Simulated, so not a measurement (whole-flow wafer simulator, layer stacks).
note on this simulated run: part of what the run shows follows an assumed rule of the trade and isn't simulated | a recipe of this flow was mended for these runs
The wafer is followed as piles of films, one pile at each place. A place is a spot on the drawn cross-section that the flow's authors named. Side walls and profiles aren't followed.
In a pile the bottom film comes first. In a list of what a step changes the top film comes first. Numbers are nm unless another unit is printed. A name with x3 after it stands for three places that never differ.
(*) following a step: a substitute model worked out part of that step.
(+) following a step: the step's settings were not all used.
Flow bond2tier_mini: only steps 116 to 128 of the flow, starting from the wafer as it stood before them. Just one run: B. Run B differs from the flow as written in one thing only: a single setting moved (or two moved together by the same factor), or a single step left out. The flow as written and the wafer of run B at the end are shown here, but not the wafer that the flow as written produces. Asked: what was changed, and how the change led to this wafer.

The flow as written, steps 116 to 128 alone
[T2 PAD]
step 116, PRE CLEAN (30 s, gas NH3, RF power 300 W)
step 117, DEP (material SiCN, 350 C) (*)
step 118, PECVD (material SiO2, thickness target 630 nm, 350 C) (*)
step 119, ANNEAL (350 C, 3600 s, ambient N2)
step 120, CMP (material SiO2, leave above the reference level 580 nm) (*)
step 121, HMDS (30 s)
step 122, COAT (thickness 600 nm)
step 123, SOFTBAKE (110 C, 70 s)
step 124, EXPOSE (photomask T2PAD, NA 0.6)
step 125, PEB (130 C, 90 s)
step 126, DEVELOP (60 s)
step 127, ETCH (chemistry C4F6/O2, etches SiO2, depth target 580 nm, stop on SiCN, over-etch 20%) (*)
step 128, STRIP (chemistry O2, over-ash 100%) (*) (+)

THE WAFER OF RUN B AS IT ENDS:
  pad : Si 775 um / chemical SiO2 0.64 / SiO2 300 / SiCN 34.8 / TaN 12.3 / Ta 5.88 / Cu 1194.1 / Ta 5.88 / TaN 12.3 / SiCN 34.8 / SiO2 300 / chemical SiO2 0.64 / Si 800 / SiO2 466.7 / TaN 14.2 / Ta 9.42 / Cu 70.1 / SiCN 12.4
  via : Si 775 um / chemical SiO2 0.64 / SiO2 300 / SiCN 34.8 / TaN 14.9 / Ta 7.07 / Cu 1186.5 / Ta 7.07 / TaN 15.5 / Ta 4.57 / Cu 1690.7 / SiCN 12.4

Cause: step 127, ETCH: depth target 669.2 nm was run, though the flow has depth target 580 nm.

The path from the change to this, step by step:
  step 127, ETCH (chemistry C4F6/O2, etches SiO2, depth target 580 nm, stop on SiCN, over-etch 20%) (*)
      pad, via: -580 SiO2 (all of it), -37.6 SiCN (it would be, as written: -580 SiO2 (all of it), -19.6 SiCN)
      field: -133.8 thick-KrF-resist (it would be, as written: -116 thick-KrF-resist)
  step 128, STRIP (chemistry O2, over-ash 100%) (*) (+)
      field: -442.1 thick-KrF-resist (all of it) (it would be, as written: -459.9 thick-KrF-resist (all of it))
